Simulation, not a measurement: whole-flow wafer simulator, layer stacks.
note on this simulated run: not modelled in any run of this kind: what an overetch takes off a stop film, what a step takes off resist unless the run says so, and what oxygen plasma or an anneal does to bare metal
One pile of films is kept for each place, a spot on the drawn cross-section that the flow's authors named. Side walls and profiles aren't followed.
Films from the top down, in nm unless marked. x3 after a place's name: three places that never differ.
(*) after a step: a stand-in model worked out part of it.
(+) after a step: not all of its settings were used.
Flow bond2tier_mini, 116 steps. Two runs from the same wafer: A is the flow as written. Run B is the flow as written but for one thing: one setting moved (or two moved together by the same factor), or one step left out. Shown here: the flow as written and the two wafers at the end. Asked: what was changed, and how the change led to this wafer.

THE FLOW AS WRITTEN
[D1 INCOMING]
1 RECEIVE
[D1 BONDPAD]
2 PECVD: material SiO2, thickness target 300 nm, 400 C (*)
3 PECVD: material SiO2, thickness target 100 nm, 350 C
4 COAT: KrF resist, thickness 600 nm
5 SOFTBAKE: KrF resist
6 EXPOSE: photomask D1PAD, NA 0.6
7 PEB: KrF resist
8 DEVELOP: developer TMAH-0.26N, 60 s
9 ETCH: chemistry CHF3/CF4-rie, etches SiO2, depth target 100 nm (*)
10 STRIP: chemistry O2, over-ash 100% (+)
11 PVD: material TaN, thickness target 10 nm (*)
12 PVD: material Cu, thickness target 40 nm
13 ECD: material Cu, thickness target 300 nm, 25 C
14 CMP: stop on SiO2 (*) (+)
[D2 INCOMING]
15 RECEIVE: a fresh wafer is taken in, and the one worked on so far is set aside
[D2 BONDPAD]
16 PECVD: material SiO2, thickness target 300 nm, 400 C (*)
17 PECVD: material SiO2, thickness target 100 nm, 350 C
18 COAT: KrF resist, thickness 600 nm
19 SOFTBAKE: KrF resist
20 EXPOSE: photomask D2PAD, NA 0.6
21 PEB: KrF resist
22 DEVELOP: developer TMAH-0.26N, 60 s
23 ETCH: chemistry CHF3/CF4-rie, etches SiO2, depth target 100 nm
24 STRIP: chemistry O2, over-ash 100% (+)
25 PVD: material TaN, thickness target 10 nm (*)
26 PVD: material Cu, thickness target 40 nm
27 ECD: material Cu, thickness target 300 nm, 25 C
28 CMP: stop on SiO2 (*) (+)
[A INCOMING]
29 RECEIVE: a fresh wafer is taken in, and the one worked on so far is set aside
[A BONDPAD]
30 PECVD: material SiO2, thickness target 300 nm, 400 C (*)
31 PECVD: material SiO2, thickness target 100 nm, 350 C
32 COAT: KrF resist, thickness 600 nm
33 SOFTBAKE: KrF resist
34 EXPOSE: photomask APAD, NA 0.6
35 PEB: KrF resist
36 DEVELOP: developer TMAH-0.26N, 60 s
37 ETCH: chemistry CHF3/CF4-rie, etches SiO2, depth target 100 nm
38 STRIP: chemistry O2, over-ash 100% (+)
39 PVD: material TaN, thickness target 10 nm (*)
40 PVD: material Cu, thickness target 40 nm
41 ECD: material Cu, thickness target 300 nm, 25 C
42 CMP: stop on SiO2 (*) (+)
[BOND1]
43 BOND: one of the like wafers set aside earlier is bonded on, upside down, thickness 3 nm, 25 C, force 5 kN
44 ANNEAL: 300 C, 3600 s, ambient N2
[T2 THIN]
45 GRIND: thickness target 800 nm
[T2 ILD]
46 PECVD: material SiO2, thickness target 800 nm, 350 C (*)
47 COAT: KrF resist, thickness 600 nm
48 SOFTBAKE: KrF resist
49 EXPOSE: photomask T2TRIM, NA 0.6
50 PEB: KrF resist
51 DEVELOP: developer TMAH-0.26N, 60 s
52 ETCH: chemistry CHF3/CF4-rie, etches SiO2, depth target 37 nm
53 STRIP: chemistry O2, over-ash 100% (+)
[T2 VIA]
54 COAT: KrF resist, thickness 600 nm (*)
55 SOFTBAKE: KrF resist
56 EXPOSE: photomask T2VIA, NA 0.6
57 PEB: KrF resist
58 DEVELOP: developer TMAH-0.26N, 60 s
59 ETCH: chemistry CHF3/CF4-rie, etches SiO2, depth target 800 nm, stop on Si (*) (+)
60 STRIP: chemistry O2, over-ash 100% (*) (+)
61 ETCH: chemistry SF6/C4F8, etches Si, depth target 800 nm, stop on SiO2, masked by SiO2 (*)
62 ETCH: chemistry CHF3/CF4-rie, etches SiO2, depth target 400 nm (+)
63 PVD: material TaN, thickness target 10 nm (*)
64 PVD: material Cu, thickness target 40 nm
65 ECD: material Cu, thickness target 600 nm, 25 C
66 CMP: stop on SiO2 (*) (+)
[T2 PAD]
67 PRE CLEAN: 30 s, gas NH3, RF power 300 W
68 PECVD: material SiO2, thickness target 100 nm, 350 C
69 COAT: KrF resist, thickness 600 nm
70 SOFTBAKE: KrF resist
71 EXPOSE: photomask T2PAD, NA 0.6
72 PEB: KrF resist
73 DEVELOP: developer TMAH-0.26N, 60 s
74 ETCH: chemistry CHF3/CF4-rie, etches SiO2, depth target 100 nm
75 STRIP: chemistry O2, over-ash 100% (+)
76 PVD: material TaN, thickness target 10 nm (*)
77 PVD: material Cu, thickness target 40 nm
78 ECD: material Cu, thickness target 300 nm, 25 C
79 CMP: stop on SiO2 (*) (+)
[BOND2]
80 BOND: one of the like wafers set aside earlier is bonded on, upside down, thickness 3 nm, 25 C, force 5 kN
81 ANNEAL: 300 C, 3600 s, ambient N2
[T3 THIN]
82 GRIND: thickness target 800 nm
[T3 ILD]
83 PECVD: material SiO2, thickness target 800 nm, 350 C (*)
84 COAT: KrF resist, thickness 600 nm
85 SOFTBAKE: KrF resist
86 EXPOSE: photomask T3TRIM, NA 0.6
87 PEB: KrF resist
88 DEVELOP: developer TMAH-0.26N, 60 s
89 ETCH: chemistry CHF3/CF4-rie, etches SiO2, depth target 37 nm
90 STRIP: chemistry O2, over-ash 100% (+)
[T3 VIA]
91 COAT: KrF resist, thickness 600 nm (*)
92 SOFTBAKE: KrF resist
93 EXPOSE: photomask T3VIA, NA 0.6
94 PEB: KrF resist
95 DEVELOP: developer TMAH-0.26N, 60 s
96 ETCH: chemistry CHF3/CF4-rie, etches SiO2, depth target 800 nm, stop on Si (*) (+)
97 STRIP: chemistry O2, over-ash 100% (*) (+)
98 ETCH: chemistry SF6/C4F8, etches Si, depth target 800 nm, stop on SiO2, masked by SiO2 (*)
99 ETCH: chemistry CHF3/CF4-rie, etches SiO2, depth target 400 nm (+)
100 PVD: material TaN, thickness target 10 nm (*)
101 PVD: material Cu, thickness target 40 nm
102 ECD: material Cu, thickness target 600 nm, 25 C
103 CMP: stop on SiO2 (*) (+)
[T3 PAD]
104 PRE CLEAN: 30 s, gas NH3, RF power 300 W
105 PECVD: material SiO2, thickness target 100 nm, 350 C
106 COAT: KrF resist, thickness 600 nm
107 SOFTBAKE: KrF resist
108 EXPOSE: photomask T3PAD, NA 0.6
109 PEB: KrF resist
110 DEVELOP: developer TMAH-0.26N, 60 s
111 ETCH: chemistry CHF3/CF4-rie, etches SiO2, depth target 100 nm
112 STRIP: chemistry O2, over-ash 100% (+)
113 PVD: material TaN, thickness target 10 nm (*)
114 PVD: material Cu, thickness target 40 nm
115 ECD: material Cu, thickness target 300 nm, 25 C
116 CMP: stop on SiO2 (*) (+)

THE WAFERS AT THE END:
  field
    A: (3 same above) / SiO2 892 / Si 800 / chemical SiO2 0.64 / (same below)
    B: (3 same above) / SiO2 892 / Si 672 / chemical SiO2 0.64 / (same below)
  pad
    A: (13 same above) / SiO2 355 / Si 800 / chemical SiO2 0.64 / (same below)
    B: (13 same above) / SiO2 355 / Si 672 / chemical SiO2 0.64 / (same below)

The cause: step 45, GRIND: thickness target 672 nm was run, where the flow has thickness target 800 nm.
It can be read off the wafer: field has Si 672, and step 45 as written asks for 800 nm.

How the change led to this, step by step:
  45 GRIND: thickness target 800 nm
      field, pad, via: A Si -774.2 um | B Si -774.33 um
